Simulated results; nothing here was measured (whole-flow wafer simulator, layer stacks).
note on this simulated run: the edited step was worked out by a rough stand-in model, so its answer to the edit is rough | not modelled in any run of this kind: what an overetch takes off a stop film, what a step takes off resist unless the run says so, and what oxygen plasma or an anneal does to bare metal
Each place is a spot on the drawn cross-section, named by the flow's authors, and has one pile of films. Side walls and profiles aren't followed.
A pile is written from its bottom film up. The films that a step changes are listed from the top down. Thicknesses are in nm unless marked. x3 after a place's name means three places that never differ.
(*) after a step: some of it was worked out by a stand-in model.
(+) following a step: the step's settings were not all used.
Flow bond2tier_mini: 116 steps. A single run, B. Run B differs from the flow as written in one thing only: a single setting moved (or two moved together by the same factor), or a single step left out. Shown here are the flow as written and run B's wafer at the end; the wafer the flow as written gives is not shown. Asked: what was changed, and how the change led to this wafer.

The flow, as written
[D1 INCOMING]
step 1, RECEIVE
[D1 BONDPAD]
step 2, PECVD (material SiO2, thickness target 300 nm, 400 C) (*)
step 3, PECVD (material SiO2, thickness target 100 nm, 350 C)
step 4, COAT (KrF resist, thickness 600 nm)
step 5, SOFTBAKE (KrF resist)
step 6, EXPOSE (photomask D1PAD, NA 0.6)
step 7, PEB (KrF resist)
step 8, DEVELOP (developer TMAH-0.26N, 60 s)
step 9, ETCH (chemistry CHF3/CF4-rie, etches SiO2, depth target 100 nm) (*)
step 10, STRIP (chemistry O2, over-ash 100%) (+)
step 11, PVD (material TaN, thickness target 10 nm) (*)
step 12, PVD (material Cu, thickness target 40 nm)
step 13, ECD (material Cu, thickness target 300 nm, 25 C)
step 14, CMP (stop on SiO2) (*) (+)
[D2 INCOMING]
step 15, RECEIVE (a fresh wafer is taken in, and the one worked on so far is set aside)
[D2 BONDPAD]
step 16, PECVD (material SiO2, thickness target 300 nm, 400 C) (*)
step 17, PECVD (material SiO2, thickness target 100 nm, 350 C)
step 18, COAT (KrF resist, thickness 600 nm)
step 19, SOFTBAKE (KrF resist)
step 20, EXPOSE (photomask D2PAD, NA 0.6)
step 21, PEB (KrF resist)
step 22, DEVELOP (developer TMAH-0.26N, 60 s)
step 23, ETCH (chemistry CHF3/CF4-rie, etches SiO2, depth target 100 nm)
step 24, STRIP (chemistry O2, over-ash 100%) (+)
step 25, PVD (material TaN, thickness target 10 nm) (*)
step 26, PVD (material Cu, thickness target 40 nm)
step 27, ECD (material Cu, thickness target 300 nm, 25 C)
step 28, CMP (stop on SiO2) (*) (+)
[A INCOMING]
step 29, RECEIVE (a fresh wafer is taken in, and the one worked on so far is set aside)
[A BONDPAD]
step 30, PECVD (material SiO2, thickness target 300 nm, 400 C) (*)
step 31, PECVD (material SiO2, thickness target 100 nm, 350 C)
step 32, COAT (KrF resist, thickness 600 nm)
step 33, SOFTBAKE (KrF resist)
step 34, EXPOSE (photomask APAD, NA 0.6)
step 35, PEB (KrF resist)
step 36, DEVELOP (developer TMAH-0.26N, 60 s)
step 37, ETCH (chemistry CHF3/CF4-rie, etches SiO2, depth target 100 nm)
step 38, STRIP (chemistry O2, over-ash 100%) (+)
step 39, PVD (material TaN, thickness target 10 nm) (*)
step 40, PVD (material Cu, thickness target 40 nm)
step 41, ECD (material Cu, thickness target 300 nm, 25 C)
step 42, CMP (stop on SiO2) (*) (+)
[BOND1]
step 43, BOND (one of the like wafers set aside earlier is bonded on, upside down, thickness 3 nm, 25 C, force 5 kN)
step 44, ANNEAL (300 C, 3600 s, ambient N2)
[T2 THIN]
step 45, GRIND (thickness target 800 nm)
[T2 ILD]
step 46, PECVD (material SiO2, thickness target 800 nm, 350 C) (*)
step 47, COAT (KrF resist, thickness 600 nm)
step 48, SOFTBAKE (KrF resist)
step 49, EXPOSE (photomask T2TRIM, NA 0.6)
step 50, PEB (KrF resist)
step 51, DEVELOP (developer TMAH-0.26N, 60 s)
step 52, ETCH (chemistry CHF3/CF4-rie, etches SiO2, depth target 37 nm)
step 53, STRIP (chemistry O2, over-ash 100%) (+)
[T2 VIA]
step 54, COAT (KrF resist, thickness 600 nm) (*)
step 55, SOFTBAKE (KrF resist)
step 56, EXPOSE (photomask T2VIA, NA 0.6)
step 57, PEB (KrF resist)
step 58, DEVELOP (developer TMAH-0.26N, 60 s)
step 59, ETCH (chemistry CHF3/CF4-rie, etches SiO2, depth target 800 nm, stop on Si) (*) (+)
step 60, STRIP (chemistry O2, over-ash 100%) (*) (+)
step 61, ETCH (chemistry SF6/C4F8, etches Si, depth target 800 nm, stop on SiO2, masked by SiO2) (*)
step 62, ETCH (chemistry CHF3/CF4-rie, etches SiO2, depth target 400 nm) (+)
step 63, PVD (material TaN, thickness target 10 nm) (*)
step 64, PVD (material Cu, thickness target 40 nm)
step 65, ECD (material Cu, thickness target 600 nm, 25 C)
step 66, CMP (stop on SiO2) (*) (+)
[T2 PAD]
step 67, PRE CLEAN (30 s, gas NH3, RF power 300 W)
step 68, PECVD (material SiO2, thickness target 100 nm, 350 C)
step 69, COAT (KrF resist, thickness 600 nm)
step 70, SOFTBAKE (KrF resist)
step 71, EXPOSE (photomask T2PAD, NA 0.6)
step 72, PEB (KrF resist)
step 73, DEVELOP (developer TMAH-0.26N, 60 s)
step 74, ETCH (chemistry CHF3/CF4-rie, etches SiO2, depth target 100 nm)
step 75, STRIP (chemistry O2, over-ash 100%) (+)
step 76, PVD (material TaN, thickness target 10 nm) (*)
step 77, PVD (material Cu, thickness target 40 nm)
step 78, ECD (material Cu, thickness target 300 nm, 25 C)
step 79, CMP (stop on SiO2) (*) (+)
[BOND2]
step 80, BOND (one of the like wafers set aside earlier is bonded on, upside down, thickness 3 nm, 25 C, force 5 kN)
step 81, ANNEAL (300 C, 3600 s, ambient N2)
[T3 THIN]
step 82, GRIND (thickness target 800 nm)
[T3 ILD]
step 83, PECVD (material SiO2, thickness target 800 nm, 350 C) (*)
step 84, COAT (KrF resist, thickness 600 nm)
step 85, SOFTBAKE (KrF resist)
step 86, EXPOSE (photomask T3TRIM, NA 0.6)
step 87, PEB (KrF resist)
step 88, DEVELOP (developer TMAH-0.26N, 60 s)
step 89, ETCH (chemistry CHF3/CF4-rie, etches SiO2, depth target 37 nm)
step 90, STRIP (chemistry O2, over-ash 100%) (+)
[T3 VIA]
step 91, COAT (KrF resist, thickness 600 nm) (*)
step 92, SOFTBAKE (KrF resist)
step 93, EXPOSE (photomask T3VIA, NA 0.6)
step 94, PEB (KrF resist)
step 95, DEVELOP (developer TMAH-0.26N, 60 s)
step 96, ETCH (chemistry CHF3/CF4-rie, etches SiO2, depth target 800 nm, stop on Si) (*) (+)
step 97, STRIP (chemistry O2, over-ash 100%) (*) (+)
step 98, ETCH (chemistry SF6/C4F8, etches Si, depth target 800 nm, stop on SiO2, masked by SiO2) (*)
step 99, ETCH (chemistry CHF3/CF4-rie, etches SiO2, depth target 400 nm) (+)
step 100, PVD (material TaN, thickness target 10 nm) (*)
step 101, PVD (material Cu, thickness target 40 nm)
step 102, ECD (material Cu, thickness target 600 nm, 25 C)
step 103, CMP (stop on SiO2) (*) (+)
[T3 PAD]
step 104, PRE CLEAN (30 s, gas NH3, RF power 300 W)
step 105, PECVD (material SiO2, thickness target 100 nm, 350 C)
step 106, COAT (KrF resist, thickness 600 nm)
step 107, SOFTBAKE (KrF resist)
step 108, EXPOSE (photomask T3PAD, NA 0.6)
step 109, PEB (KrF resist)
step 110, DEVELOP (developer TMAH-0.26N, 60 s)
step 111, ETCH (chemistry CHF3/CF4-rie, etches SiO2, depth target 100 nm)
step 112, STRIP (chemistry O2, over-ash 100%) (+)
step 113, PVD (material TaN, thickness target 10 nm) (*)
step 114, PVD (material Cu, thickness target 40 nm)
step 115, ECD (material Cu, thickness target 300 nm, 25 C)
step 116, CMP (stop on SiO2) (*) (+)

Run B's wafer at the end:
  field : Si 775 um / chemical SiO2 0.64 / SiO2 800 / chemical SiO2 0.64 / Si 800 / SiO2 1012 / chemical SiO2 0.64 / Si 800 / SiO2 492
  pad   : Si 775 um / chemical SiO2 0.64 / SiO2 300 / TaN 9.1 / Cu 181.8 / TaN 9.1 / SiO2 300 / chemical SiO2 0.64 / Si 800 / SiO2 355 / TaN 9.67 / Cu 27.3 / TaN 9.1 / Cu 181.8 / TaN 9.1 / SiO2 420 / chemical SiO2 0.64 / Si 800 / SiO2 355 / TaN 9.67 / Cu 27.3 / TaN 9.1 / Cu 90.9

The reason: step 16, PECVD: thickness target 420 nm was run, while the flow as written has thickness target 300 nm.
One can read it off the wafer: pad has SiO2 420, and step 16 as written asks for 300 nm.

How this came from the change, step by step:
  step 16, PECVD (material SiO2, thickness target 300 nm, 400 C) (*)
      field, pad, via: SiO2 gains 420 (new film) (as written it would have been: SiO2 gains 300 (new film))
  step 80, BOND (one of the like wafers set aside earlier is bonded on, upside down, thickness 3 nm, 25 C, force 5 kN)
      field: Si gains 775 um (new film), chemical SiO2 gains 0.64 (new film), SiO2 gains 520 (as written it would have been: Si gains 775 um (new film), chemical SiO2 gains 0.64 (new film), SiO2 gains 400)
      pad: Si gains 775 um (new film), chemical SiO2 gains 0.64 (new film), SiO2 gains 420 (new film), TaN gains 9.1 (new film), Cu gains 90.9 (as written it would have been: Si gains 775 um (new film), chemical SiO2 gains 0.64 (new film), SiO2 gains 300 (new film), TaN gains 9.1 (new film), Cu gains 90.9)
